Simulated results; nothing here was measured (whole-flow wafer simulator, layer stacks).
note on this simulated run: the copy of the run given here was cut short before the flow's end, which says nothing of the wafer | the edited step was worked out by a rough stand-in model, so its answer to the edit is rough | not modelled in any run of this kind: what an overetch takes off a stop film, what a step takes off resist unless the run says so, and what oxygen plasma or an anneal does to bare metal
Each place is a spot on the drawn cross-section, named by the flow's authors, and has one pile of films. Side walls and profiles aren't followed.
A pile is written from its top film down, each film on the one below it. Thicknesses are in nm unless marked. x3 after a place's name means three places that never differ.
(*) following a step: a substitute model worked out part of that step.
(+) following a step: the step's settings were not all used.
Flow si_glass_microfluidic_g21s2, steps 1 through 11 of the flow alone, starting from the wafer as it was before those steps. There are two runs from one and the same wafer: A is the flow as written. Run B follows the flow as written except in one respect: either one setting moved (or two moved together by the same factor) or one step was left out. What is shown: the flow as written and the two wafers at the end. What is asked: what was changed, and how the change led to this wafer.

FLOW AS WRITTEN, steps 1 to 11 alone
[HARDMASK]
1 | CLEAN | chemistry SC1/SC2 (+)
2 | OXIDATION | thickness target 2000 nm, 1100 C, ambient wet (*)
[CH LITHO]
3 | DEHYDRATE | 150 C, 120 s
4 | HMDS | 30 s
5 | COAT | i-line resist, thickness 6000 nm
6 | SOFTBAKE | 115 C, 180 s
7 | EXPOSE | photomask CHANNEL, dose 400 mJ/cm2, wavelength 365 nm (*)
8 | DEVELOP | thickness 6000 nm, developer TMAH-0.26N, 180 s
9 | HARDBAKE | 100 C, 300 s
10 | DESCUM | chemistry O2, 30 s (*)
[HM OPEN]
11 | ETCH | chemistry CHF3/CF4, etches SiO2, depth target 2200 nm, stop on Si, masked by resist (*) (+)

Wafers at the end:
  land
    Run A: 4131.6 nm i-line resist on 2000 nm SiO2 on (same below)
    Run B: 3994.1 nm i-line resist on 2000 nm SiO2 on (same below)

What caused this: step 11, ETCH: depth target 2365 nm was run, while the flow as written has depth target 2200 nm.

The path from the change to this, step by step:
  11 | ETCH | chemistry CHF3/CF4, etches SiO2, depth target 2200 nm, stop on Si, masked by resist (*) (+)
      land: A i-line resist loses 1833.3 | B i-line resist loses 1970.8
